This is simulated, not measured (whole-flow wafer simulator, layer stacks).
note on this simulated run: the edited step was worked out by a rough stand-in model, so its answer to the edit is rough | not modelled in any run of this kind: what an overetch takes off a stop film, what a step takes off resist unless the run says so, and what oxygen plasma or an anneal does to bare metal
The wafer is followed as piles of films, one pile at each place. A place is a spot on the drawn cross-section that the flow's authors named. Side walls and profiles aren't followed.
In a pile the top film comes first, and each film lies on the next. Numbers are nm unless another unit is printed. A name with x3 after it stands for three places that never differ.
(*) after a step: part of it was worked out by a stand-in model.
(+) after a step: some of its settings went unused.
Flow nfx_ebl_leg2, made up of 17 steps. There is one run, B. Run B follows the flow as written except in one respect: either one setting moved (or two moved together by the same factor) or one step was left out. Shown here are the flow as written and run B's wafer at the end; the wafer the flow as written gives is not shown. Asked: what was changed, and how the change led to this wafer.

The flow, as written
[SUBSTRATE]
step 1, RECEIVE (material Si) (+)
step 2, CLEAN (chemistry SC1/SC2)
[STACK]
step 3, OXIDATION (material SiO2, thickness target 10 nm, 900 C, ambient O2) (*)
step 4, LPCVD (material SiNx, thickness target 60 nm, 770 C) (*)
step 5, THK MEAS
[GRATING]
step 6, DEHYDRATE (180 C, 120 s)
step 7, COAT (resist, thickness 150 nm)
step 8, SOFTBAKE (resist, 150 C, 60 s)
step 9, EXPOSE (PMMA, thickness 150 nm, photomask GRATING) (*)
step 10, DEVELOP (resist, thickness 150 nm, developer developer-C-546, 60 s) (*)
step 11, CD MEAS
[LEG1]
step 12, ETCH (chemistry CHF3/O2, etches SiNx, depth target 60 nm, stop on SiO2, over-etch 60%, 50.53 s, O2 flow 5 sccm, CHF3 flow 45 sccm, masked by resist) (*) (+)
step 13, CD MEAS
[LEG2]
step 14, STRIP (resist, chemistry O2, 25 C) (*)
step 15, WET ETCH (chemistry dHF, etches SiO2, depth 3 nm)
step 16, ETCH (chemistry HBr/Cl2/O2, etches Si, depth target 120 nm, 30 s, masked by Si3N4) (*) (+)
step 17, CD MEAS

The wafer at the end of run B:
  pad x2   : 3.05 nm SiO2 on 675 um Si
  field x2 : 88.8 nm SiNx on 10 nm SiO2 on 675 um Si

Cause: step 4, LPCVD: thickness target 95.6 nm was run, though the flow has thickness target 60 nm.

The path from the change to this, step by step:
  step 4, LPCVD (material SiNx, thickness target 60 nm, 770 C) (*)
      field x2, pad x2: +95.6 SiNx (new film) (in the flow as written it would be: +60 SiNx (new film))
  step 12, ETCH (chemistry CHF3/O2, etches SiNx, depth target 60 nm, stop on SiO2, over-etch 60%, 50.53 s, O2 flow 5 sccm, CHF3 flow 45 sccm, masked by resist) (*) (+)
      pad x2: -95.6 SiNx (all of it), -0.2 SiO2 (in the flow as written it would be: -60 SiNx (all of it), -10 SiO2 (all of it))
  step 14, STRIP (resist, chemistry O2, 25 C) (*)
      pad x2: nothing (in the flow as written it would be: +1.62 chemical SiO2 (new film), -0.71 Si)
  step 15, WET ETCH (chemistry dHF, etches SiO2, depth 3 nm)
      pad x2: -3 SiO2 (in the flow as written it would be: -1.62 chemical SiO2 (all of it))
  step 16, ETCH (chemistry HBr/Cl2/O2, etches Si, depth target 120 nm, 30 s, masked by Si3N4) (*) (+)
      pad x2: -3.75 SiO2 (in the flow as written it would be: -120 Si)
